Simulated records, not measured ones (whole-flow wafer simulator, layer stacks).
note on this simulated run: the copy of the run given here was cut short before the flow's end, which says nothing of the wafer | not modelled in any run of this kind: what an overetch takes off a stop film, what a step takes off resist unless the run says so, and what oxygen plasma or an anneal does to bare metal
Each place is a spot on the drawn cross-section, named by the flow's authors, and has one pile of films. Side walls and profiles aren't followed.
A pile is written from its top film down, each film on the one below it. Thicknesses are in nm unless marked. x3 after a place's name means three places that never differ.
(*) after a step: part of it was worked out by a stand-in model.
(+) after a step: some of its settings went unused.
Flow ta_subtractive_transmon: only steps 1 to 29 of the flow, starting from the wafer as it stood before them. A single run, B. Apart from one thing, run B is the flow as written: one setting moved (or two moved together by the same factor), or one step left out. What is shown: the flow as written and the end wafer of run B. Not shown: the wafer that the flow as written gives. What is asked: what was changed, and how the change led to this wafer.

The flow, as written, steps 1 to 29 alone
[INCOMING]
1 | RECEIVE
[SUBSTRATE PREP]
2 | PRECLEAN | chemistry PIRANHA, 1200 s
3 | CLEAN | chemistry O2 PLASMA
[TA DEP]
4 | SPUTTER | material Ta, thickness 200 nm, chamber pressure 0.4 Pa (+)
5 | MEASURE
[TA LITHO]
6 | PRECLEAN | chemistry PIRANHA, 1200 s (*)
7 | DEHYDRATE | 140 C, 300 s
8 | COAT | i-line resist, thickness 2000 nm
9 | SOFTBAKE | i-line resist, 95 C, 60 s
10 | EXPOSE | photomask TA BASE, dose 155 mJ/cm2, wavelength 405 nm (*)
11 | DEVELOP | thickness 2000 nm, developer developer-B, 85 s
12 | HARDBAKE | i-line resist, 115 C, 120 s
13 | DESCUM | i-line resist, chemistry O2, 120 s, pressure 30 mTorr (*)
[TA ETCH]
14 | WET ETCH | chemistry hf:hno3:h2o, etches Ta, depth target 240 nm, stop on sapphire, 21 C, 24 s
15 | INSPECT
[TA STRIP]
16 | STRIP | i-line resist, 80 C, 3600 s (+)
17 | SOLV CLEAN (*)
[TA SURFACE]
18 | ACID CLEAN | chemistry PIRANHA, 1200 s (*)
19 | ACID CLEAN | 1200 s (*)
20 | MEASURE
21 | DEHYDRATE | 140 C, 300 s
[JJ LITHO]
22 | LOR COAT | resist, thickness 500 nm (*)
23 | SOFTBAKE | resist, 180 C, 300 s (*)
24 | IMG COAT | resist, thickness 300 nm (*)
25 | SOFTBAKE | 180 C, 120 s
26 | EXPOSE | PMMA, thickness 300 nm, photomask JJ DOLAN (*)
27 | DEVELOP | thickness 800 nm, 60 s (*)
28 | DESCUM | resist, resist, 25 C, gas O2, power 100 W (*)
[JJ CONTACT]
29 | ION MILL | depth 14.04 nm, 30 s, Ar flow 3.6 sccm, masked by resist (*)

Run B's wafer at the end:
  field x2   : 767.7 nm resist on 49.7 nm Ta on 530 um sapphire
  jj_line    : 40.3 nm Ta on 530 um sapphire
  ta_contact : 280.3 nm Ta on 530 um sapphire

What caused this: step 4, SPUTTER: thickness 290 nm was run, though the flow has thickness 200 nm.

Step by step, how the change led to this:
  4 | SPUTTER | material Ta, thickness 200 nm, chamber pressure 0.4 Pa (+)
      field x2, jj_line, lead, ta_contact, ta_pad: +290 Ta (new film) (as written it would have been: +200 Ta (new film))
  14 | WET ETCH | chemistry hf:hno3:h2o, etches Ta, depth target 240 nm, stop on sapphire, 21 C, 24 s
      field x2, jj_line, lead: -240 Ta (as written it would have been: -200 Ta (all of it))
  22 | LOR COAT | resist, thickness 500 nm (*)
      ta_contact: +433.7 resist (new film) (as written it would have been: +443.8 resist (new film))
  29 | ION MILL | depth 14.04 nm, 30 s, Ar flow 3.6 sccm, masked by resist (*)
      jj_line, lead: -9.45 Ta (as written it would have been: -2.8 sapphire)
With metal films that touch counted as one body, field x2 has 1 body; the flow as written gives 0 bodies.
With metal films that touch counted as one body, jj_line has 1 body; the flow as written gives 0 bodies.
